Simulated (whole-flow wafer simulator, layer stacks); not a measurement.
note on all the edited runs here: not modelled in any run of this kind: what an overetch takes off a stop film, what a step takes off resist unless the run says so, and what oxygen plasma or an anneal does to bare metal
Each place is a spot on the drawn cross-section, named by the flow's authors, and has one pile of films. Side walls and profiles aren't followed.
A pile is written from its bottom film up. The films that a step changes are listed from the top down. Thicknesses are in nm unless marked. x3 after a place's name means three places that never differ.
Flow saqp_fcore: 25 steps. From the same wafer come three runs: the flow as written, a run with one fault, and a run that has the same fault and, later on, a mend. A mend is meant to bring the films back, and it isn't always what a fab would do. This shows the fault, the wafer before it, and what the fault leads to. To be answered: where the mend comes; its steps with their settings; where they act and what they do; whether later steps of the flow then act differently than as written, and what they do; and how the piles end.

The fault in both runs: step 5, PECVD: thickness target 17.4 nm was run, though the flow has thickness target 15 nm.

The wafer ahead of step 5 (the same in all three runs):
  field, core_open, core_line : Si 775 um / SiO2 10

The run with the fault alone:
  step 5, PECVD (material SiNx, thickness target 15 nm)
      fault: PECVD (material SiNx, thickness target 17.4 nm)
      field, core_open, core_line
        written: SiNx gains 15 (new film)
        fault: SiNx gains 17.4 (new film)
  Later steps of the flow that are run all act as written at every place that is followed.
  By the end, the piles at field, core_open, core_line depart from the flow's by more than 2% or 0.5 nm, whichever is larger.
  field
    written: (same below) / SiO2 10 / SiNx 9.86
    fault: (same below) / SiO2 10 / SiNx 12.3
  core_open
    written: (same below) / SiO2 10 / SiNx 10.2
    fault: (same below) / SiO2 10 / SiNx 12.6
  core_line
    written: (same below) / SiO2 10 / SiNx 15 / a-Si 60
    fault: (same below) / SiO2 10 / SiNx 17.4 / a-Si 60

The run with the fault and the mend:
  After step 5 comes the mend.
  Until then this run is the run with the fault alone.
  step 5a, ETCH (chemistry h3po4, depth target 20.01 nm)
      field, core_open, core_line
        SiNx loses 17.4 (all of it)
  step 5b, PECVD (material SiNx, thickness target 15 nm) (the flow's step 5 again)
      field, core_open, core_line
        SiNx gains 15 (new film)
  Later steps of the flow that are run all act as written at every place that is followed.
  The piles end the same as the flow's at every place that both follow.
